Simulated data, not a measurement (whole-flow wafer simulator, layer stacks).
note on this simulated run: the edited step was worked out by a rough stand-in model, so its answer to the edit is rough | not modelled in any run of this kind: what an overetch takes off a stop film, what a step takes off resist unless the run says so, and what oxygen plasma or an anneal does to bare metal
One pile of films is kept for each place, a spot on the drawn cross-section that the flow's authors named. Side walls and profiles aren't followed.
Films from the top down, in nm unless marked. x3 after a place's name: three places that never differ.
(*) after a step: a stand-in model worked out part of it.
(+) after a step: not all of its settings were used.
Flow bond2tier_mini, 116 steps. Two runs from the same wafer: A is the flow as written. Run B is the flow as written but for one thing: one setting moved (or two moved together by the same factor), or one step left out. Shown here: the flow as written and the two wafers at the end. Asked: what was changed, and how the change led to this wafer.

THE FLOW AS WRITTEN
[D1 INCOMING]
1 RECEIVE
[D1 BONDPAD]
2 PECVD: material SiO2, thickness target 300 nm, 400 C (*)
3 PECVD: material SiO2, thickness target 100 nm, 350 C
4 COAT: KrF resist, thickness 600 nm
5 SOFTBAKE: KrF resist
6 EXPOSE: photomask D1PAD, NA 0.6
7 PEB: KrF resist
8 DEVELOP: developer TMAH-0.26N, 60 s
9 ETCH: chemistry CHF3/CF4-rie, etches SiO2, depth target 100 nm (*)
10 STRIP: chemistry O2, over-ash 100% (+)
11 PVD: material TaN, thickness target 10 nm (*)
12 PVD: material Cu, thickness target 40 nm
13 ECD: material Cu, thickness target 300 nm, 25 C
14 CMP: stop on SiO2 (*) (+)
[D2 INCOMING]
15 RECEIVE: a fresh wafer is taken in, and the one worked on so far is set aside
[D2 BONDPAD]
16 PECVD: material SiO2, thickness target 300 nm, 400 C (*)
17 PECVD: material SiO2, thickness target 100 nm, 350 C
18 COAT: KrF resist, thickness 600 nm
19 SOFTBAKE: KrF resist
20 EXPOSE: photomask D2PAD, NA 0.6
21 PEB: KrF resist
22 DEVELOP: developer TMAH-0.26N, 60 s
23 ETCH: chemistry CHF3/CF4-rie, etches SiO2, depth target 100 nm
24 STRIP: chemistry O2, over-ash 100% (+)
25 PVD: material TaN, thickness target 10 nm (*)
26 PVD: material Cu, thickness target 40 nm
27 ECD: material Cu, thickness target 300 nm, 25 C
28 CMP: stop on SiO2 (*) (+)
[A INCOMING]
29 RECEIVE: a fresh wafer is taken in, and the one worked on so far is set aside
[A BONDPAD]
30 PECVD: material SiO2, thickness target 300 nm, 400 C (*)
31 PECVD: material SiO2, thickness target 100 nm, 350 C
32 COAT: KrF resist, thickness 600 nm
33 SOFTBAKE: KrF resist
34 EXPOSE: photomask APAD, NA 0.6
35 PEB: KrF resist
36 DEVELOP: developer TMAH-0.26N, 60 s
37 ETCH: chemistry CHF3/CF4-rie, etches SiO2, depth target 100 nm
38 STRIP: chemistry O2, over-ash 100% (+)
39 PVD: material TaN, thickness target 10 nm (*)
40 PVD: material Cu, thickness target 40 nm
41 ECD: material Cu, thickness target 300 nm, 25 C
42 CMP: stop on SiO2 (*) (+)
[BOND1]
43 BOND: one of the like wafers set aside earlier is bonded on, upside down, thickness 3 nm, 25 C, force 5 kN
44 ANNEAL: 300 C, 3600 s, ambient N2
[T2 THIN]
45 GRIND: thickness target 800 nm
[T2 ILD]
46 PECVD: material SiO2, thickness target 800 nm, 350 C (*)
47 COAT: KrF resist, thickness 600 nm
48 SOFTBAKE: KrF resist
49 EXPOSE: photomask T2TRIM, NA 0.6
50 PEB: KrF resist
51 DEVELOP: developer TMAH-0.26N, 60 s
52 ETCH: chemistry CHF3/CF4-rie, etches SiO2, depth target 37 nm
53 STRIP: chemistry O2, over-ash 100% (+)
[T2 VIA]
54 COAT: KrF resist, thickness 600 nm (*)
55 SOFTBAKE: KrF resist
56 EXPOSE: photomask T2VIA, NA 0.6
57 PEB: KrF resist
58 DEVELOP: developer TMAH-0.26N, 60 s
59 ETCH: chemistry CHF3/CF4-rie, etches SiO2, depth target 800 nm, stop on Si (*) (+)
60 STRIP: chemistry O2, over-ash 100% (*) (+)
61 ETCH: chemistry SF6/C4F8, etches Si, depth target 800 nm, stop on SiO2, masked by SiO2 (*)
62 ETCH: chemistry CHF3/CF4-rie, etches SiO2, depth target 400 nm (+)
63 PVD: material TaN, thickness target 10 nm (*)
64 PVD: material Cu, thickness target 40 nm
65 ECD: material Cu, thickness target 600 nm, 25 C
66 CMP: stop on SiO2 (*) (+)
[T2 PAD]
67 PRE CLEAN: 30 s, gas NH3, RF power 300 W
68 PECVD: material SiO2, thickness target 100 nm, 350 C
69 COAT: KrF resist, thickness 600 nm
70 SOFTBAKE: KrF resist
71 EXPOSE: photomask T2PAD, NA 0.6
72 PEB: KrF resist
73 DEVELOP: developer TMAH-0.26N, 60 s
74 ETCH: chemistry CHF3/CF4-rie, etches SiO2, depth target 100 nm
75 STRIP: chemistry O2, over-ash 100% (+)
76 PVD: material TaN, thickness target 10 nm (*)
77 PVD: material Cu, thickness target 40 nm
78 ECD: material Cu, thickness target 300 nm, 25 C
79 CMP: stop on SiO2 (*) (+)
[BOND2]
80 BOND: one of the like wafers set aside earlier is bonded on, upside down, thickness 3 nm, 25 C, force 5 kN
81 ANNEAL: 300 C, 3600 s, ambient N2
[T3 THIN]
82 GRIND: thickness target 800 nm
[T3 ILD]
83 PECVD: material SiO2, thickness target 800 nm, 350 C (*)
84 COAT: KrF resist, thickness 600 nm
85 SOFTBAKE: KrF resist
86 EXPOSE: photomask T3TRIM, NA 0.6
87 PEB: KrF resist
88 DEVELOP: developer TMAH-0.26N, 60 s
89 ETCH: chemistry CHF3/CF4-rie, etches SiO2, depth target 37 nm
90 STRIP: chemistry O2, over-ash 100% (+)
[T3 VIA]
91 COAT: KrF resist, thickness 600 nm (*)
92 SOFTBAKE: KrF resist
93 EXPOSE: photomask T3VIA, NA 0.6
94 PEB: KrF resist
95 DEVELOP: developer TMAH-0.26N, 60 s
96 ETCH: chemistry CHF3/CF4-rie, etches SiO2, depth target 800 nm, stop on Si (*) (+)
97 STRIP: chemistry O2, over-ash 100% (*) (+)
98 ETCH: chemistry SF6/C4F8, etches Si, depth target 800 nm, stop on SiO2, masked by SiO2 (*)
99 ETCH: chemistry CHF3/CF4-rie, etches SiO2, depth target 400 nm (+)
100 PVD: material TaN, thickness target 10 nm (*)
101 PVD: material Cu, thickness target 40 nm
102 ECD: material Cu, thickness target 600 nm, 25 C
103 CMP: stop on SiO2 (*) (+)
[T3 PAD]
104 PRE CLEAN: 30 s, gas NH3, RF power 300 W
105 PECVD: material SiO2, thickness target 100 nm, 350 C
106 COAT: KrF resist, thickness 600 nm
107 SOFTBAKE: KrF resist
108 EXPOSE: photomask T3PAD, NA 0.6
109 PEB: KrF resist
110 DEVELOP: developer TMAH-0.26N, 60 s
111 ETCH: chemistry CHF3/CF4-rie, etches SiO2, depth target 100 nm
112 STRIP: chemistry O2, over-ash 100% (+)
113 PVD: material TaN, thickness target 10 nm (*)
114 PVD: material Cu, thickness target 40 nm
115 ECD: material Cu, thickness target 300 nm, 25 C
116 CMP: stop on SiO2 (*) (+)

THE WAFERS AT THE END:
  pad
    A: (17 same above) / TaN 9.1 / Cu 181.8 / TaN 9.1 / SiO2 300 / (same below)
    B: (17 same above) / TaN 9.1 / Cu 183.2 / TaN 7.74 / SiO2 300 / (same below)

The cause: step 39, PVD: thickness target 8.5 nm was run, where the flow has thickness target 10 nm.

How the change led to this, step by step:
  39 PVD: material TaN, thickness target 10 nm (*)
      field: A TaN +10 (new film) | B TaN +8.5 (new film)
      pad: A TaN +9.1 (new film) | B TaN +7.74 (new film)
      (and at 1 more place)
  42 CMP: stop on SiO2 (*) (+)
      field: A Cu -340 (all of it), TaN -10 (all of it) | B Cu -340 (all of it), TaN -8.5 (all of it)
